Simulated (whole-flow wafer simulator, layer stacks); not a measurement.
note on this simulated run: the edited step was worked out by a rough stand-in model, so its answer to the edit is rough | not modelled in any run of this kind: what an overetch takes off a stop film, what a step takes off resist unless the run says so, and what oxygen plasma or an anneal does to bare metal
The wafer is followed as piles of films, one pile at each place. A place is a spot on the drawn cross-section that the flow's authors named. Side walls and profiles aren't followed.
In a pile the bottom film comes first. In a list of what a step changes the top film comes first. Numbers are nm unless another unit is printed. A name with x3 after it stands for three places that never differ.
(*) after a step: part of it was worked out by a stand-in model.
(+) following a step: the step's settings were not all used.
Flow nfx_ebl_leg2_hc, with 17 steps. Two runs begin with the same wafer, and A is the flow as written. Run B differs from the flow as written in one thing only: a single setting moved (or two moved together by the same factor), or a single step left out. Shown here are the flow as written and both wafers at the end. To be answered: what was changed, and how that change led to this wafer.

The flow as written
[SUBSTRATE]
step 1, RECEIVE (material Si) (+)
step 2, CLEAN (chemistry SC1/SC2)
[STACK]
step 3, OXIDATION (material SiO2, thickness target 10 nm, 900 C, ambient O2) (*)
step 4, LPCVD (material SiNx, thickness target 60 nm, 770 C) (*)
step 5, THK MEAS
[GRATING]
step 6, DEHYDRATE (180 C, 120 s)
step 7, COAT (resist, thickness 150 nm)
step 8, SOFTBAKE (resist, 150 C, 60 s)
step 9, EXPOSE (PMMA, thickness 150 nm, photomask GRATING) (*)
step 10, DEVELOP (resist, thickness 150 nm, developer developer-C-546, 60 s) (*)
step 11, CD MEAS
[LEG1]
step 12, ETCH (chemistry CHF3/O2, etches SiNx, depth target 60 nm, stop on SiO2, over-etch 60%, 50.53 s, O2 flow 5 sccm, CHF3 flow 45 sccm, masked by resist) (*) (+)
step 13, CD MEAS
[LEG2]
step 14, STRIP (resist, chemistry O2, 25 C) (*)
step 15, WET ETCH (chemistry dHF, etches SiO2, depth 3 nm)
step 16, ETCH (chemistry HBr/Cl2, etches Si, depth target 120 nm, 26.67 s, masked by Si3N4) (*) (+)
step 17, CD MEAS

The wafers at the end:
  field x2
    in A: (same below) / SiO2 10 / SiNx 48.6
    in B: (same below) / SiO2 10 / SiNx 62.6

The reason: step 4, LPCVD: thickness target 74 nm was run, though the flow has thickness target 60 nm.

Step by step, how the change led to this:
  step 4, LPCVD (material SiNx, thickness target 60 nm, 770 C) (*)
      field x2, pad x2: A +60 SiNx (new film) | B +74 SiNx (new film)
  step 12, ETCH (chemistry CHF3/O2, etches SiNx, depth target 60 nm, stop on SiO2, over-etch 60%, 50.53 s, O2 flow 5 sccm, CHF3 flow 45 sccm, masked by resist) (*) (+)
      pad x2: A -60 SiNx (all of it), -10 SiO2 (all of it) | B -74 SiNx (all of it), -10 SiO2 (all of it)
